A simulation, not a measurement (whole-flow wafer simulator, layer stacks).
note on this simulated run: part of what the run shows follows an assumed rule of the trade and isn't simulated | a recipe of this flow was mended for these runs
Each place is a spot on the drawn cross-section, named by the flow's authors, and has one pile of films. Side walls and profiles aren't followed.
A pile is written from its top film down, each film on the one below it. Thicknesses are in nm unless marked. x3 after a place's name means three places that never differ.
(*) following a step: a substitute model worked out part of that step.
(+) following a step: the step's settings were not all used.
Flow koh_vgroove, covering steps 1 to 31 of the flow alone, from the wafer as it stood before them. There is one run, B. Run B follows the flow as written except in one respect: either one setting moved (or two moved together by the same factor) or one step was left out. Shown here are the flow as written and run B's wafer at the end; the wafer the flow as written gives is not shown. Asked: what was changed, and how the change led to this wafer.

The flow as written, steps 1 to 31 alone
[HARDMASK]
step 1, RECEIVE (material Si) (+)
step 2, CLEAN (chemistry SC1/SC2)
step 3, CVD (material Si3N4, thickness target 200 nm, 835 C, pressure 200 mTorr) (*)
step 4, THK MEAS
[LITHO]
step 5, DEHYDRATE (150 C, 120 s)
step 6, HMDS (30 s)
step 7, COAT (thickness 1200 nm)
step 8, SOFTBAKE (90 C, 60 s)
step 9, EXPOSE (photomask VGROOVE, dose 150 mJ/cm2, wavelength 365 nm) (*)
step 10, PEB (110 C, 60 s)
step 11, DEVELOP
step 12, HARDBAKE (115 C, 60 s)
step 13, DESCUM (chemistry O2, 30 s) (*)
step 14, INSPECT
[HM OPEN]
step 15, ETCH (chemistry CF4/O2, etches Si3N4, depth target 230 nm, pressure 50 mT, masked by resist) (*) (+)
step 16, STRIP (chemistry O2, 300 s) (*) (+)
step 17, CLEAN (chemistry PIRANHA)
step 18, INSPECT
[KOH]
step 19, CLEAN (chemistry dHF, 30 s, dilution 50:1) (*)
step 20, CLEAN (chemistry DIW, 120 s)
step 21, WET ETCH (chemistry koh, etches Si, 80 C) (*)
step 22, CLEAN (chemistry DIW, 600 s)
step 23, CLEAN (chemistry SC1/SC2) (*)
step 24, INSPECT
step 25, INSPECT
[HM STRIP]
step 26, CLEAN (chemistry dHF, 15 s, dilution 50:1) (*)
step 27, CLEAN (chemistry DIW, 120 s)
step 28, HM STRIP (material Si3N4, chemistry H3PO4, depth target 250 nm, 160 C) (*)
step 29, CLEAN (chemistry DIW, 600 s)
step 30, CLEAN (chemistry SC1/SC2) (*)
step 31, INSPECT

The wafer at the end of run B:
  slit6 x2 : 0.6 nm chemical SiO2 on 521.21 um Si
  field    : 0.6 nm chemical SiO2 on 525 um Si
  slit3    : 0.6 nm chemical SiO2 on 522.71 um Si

The reason: step 3, CVD: thickness target 176 nm was run, though the flow has thickness target 200 nm.

Step by step, how the change led to this:
  step 3, CVD (material Si3N4, thickness target 200 nm, 835 C, pressure 200 mTorr) (*)
      field, slit3, slit2, slit6 x2: +176 Si3N4 (new film) (in the flow as written it would be: +200 Si3N4 (new film))
  step 15, ETCH (chemistry CF4/O2, etches Si3N4, depth target 230 nm, pressure 50 mT, masked by resist) (*) (+)
      slit3, slit2, slit6 x2: -176 Si3N4 (all of it), -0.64 chemical SiO2 (all of it), -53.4 Si (in the flow as written it would be: -200 Si3N4 (all of it), -0.64 chemical SiO2 (all of it), -29.4 Si)
  step 28, HM STRIP (material Si3N4, chemistry H3PO4, depth target 250 nm, 160 C) (*)
      field: -174.7 Si3N4 (all of it), -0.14 chemical SiO2, -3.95 Si (in the flow as written it would be: -198.7 Si3N4 (all of it), -0.14 chemical SiO2, -2.75 Si)
